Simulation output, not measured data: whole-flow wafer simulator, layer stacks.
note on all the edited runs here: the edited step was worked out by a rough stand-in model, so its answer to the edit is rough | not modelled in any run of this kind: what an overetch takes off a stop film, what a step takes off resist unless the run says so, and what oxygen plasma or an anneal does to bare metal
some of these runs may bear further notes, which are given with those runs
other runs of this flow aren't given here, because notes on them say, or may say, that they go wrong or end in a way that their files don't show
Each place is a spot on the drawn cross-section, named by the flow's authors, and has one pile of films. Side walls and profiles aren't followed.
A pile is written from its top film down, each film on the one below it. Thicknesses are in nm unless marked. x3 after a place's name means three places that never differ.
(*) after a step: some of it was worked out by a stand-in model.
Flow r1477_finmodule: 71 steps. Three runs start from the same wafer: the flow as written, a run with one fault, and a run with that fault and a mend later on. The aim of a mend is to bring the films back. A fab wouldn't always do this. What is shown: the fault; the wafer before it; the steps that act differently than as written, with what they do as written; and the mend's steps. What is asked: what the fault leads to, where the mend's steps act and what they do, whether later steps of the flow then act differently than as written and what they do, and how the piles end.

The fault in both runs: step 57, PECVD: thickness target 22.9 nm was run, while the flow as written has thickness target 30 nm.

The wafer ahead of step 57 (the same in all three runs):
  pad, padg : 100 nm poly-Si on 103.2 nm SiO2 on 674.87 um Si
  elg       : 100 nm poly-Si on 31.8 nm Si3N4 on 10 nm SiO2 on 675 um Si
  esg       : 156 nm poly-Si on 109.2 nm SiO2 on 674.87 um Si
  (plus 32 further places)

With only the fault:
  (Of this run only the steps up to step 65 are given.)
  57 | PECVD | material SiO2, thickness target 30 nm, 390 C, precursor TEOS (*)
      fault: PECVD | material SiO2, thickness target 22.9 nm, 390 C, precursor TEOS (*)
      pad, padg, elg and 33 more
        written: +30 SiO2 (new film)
        fault: +22.9 SiO2 (new film)
  Later steps of the flow up to step 65 that are run all act as written at every place that is followed, up to a difference of at most 2% or 0.5 nm, whichever is larger.
  Once step 65 is done, the piles at pad, padg, elg and 33 more depart from the flow's by more than 2% or 0.5 nm, whichever is larger.
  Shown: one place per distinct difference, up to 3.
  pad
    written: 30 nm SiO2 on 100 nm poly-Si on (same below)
    fault: 22.9 nm SiO2 on 100 nm poly-Si on (same below)
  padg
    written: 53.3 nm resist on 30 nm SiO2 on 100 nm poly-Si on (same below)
    fault: 53.3 nm resist on 22.9 nm SiO2 on 100 nm poly-Si on (same below)
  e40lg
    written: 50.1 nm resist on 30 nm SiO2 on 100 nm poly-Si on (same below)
    fault: 50.1 nm resist on 22.9 nm SiO2 on 100 nm poly-Si on (same below)

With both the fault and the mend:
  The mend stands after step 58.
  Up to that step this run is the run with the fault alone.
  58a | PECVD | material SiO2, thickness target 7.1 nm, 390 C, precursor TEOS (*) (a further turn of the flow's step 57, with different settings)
      pad, padg, elg and 33 more
        +7.1 SiO2
  Later steps of the flow that are run all act as written at every place that is followed.
  By the end, the piles equal the flow's at every place that both follow.
